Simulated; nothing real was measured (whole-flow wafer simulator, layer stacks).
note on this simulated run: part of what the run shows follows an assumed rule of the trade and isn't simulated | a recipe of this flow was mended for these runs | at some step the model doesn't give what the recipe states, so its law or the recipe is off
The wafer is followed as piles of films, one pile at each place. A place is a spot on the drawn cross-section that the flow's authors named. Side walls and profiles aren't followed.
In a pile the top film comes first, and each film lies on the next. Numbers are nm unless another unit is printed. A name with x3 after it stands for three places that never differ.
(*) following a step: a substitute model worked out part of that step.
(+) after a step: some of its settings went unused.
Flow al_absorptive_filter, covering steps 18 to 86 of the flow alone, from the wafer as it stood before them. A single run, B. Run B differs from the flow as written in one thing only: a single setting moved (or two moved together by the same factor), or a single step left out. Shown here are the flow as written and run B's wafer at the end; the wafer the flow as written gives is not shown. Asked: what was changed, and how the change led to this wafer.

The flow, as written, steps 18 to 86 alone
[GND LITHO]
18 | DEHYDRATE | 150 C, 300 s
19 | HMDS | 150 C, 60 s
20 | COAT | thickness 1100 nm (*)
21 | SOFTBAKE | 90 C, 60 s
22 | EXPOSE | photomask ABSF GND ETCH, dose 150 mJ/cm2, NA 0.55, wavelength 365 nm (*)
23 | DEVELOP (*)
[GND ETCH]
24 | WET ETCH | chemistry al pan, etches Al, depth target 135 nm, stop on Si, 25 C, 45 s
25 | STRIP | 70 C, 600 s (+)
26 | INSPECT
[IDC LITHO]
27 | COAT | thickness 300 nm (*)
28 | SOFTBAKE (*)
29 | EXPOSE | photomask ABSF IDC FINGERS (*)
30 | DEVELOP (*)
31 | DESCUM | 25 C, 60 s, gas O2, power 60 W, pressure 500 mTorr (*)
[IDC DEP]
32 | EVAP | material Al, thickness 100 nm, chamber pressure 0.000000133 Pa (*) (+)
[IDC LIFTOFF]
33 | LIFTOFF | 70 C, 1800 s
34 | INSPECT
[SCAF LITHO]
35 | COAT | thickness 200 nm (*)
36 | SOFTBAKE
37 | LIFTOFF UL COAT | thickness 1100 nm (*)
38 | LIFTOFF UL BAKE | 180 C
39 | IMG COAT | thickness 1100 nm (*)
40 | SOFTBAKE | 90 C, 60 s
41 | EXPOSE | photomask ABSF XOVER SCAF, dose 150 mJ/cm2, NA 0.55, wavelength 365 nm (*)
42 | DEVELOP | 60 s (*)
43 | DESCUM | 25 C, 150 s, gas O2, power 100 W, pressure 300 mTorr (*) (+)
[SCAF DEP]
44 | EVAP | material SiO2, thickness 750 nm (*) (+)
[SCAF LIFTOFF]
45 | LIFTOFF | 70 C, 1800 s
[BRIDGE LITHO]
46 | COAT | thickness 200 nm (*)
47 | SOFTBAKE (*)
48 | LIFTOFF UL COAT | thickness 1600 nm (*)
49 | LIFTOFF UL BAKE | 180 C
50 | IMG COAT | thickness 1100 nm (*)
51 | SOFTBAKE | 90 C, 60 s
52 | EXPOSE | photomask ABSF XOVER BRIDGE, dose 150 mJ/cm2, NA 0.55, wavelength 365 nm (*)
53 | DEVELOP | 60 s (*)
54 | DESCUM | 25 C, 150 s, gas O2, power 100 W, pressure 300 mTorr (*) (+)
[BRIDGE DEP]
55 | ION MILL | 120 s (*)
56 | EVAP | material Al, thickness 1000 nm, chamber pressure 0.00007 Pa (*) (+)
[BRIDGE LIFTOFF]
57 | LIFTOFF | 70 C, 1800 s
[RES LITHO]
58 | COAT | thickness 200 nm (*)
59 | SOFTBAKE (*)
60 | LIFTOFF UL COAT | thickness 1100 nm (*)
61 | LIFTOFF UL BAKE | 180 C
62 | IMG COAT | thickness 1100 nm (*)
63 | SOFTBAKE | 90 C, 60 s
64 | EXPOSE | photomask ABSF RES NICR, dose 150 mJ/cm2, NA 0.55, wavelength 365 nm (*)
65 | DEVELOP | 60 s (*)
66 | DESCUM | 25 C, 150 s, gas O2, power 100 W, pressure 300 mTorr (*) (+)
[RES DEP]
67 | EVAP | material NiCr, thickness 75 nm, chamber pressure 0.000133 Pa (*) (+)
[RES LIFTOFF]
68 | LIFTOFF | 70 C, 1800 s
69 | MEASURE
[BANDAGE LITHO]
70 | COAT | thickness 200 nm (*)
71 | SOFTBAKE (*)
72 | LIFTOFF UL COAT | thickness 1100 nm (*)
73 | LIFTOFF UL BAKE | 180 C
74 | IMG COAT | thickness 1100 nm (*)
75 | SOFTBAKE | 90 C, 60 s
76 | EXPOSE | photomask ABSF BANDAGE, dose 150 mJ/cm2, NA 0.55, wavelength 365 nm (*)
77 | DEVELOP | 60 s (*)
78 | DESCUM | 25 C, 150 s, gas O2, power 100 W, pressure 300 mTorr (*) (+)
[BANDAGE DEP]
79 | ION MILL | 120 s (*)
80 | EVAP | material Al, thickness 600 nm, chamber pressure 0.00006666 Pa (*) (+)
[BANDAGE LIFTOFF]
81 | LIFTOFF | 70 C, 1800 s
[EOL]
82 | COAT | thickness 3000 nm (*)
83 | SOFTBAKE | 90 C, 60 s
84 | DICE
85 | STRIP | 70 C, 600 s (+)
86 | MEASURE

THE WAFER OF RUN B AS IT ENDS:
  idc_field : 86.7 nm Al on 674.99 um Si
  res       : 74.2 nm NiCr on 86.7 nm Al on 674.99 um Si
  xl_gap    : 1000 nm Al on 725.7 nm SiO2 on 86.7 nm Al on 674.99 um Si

What caused this: step 24, WET ETCH: chemistry al pan, etches Al, depth target 135 nm, stop on Si, 25 C, 45 s, was omitted.

Step by step, how the change led to this:
  27 | COAT | thickness 300 nm (*)
      pad_near: +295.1 e-beam-resist (new film) (as written it would have been: +288.3 e-beam-resist (new film))
      ledge: +299.9 e-beam-resist (new film) (as written it would have been: +274.4 e-beam-resist (new film))
      (and at 3 other places as well)
  31 | DESCUM | 25 C, 60 s, gas O2, power 60 W, pressure 500 mTorr (*)
      idc_line: nothing (as written it would have been: +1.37 chemical SiO2 (new film), -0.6 Si)
  32 | EVAP | material Al, thickness 100 nm, chamber pressure 0.000000133 Pa (*) (+)
      idc_line: +100 Al (as written it would have been: +100 Al (new film))
  33 | LIFTOFF | 70 C, 1800 s
      pad_near: -100 Al (all of it), -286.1 e-beam-resist (all of it) (as written it would have been: -100 Al (all of it), -279.3 e-beam-resist (all of it))
      ledge: -100 Al (all of it), -290.9 e-beam-resist (all of it) (as written it would have been: -100 Al (all of it), -265.3 e-beam-resist (all of it))
      (and at 3 other places as well)
  35 | COAT | thickness 200 nm (*)
      ledge: +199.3 acrylic-e-beam-resist (new film) (as written it would have been: +169.8 acrylic-e-beam-resist (new film))
      res: +205.2 acrylic-e-beam-resist (new film) (as written it would have been: +231.4 acrylic-e-beam-resist (new film))
      (and at 2 other places as well)
  37 | LIFTOFF UL COAT | thickness 1100 nm (*)
      res: +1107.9 lift-off-underlayer (new film) (as written it would have been: +1148.2 lift-off-underlayer (new film))
  43 | DESCUM | 25 C, 150 s, gas O2, power 100 W, pressure 300 mTorr (*) (+)
      gnd, pad_far, pad_near and 7 more: -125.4 i-line-resist (as written it would have been: -159.6 i-line-resist)
      xl_gap: -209 acrylic-e-beam-resist (all of it) (as written it would have been: -265.9 acrylic-e-beam-resist (all of it))
      (and at 1 other place as well)
  45 | LIFTOFF | 70 C, 1800 s
      gnd, xa_field, xl_land, idc_field: -750 SiO2 (all of it), -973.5 i-line-resist (all of it), -1100 lift-off-underlayer (all of it), -200 acrylic-e-beam-resist (all of it) (as written it would have been: -750 SiO2 (all of it), -939.4 i-line-resist (all of it), -1100 lift-off-underlayer (all of it), -200 acrylic-e-beam-resist (all of it))
      pad_far: -750 SiO2 (all of it), -971.1 i-line-resist (all of it), -1095.6 lift-off-underlayer (all of it), -198.6 acrylic-e-beam-resist (all of it) (as written it would have been: -750 SiO2 (all of it), -937 i-line-resist (all of it), -1092.7 lift-off-underlayer (all of it), -198.5 acrylic-e-beam-resist (all of it))
      (and at 5 other places as well)
  46 | COAT | thickness 200 nm (*)
      ledge: +199.3 acrylic-e-beam-resist (new film) (as written it would have been: +169.8 acrylic-e-beam-resist (new film))
      res: +205.2 acrylic-e-beam-resist (new film) (as written it would have been: +231.4 acrylic-e-beam-resist (new film))
      (and at 2 other places as well)
  48 | LIFTOFF UL COAT | thickness 1600 nm (*)
      res: +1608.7 lift-off-underlayer (new film) (as written it would have been: +1653.2 lift-off-underlayer (new film))
      xl_gap: +1266.8 lift-off-underlayer (new film) (as written it would have been: +1316.9 lift-off-underlayer (new film))
  53 | DEVELOP | 60 s (*)
      xl_gap: -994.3 i-line-resist (all of it), -1266.8 lift-off-underlayer (all of it) (as written it would have been: -1001.2 i-line-resist (all of it), -1316.9 lift-off-underlayer (all of it))
  54 | DESCUM | 25 C, 150 s, gas O2, power 100 W, pressure 300 mTorr (*) (+)
      xl_gap: -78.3 acrylic-e-beam-resist (all of it) (as written it would have been: -97.9 acrylic-e-beam-resist (all of it))
      xl_turn: -157.3 acrylic-e-beam-resist (all of it) (as written it would have been: -141.8 acrylic-e-beam-resist (all of it))
  57 | LIFTOFF | 70 C, 1800 s
      ledge: -1000 Al (all of it), -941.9 i-line-resist (all of it), -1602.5 lift-off-underlayer (all of it), -199.3 acrylic-e-beam-resist (all of it) (as written it would have been: -1000 Al (all of it), -951.7 i-line-resist (all of it), -1617.2 lift-off-underlayer (all of it), -169.8 acrylic-e-beam-resist (all of it))
      res: -1000 Al (all of it), -943 i-line-resist (all of it), -1608.7 lift-off-underlayer (all of it), -205.2 acrylic-e-beam-resist (all of it) (as written it would have been: -1000 Al (all of it), -954.3 i-line-resist (all of it), -1653.2 lift-off-underlayer (all of it), -231.4 acrylic-e-beam-resist (all of it))
  58 | COAT | thickness 200 nm (*)
      ledge: +199.3 acrylic-e-beam-resist (new film) (as written it would have been: +169.8 acrylic-e-beam-resist (new film))
      res: +205.2 acrylic-e-beam-resist (new film) (as written it would have been: +231.4 acrylic-e-beam-resist (new film))
      (and at 2 other places as well)
  60 | LIFTOFF UL COAT | thickness 1100 nm (*)
      res: +1107.9 lift-off-underlayer (new film) (as written it would have been: +1148.2 lift-off-underlayer (new film))
      xl_gap: +779.7 lift-off-underlayer (new film) (as written it would have been: +831.4 lift-off-underlayer (new film))
  65 | DEVELOP | 60 s (*)
      res: -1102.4 i-line-resist (all of it), -1107.9 lift-off-underlayer (all of it) (as written it would have been: -1116.9 i-line-resist (all of it), -1148.2 lift-off-underlayer (all of it))
  ... 7 other steps ...
  85 | STRIP | 70 C, 600 s (+)
      res: -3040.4 i-line-resist (all of it) (as written it would have been: -3121.6 i-line-resist (all of it))
      xl_gap: -2347.3 i-line-resist (all of it) (as written it would have been: -2427.9 i-line-resist (all of it))
Taking metal films that touch as one body, idc_field has 1 body; the flow as written gives 0 bodies.
Taking metal films that touch as one body, res has 1 body; the flow as written gives 0 bodies.
Taking metal films that touch as one body, xl_gap has 2 bodies (between them, from the top down: SiO2 725.7); the flow as written gives 1 body.
